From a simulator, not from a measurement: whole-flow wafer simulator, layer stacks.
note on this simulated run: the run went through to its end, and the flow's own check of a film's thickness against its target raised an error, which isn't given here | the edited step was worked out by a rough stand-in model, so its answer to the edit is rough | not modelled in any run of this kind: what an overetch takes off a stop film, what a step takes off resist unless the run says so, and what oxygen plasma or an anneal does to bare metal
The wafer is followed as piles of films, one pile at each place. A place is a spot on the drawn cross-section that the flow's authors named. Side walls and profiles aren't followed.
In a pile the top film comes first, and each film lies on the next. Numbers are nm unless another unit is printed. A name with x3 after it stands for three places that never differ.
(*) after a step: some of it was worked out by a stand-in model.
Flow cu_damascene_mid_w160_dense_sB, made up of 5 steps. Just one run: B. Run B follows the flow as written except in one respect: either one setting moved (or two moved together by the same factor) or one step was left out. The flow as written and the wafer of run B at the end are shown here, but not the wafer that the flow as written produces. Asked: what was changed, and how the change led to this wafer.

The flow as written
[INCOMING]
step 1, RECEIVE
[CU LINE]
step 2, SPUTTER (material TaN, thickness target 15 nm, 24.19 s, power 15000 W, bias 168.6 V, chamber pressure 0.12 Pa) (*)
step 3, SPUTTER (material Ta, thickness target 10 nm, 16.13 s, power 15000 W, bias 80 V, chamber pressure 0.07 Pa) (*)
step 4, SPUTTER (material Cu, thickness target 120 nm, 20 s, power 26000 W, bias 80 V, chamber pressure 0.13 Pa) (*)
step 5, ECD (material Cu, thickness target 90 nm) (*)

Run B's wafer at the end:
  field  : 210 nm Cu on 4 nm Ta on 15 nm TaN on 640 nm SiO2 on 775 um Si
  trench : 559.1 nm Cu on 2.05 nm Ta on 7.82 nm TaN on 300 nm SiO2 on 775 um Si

Cause: step 3, SPUTTER: thickness target 4 nm was run, whereas the flow has thickness target 10 nm; step 3, SPUTTER: 6.45 s was run, where the flow has 16.13 s.
The wafer itself shows it: field has Ta 4, and step 3 as written asks for 10 nm.

The path from the change to this, step by step:
  step 3, SPUTTER (material Ta, thickness target 10 nm, 16.13 s, power 15000 W, bias 80 V, chamber pressure 0.07 Pa) (*)
      field: Ta gains 4 (new film) (in the flow as written it would be: Ta gains 10 (new film))
      trench: Ta gains 2.05 (new film) (in the flow as written it would be: Ta gains 5.14 (new film))
